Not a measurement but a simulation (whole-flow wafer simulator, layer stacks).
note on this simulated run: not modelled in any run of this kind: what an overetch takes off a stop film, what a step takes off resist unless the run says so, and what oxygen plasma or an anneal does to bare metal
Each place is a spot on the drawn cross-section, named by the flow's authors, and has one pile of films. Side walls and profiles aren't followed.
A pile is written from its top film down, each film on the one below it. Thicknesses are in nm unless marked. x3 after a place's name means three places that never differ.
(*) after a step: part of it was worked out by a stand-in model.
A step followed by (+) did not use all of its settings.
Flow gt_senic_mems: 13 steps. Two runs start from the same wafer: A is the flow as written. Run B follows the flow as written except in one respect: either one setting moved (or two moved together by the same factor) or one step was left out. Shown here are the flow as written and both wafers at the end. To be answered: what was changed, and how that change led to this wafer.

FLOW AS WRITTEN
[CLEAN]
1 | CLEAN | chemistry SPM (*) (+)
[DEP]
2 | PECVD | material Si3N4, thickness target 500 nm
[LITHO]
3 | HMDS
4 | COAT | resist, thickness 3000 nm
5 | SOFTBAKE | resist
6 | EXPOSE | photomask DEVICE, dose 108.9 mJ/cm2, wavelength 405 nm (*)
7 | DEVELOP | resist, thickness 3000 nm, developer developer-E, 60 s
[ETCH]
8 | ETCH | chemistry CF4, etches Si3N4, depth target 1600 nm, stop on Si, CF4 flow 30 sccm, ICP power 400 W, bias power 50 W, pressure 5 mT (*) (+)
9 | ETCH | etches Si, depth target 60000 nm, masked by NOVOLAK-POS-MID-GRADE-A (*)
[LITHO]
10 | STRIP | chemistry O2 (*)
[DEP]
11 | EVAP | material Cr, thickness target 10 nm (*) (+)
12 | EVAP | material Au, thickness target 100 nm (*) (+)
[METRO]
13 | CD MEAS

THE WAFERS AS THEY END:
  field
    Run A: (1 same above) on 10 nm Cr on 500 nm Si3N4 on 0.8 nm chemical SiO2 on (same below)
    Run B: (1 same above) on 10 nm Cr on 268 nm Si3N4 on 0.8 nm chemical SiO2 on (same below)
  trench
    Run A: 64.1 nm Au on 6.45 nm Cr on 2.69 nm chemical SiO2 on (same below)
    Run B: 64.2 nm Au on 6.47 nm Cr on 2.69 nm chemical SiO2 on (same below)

The reason: step 2, PECVD: thickness target 268 nm was run, while the flow as written has thickness target 500 nm.
The wafer lets one read it off: field has Si3N4 268, and step 2 as written asks for 500 nm.

Step by step, how the change led to this:
  2 | PECVD | material Si3N4, thickness target 500 nm
      field, trench: A +500 Si3N4 (new film) | B +268 Si3N4 (new film)
  8 | ETCH | chemistry CF4, etches Si3N4, depth target 1600 nm, stop on Si, CF4 flow 30 sccm, ICP power 400 W, bias power 50 W, pressure 5 mT (*) (+)
      field: A -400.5 resist | B -245.9 resist
      trench: A -500 Si3N4 (all of it), -0.8 chemical SiO2 (all of it) | B -268 Si3N4 (all of it), -0.8 chemical SiO2 (all of it)
  10 | STRIP | chemistry O2 (*)
      field: A -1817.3 resist (all of it) | B -1972 resist (all of it)
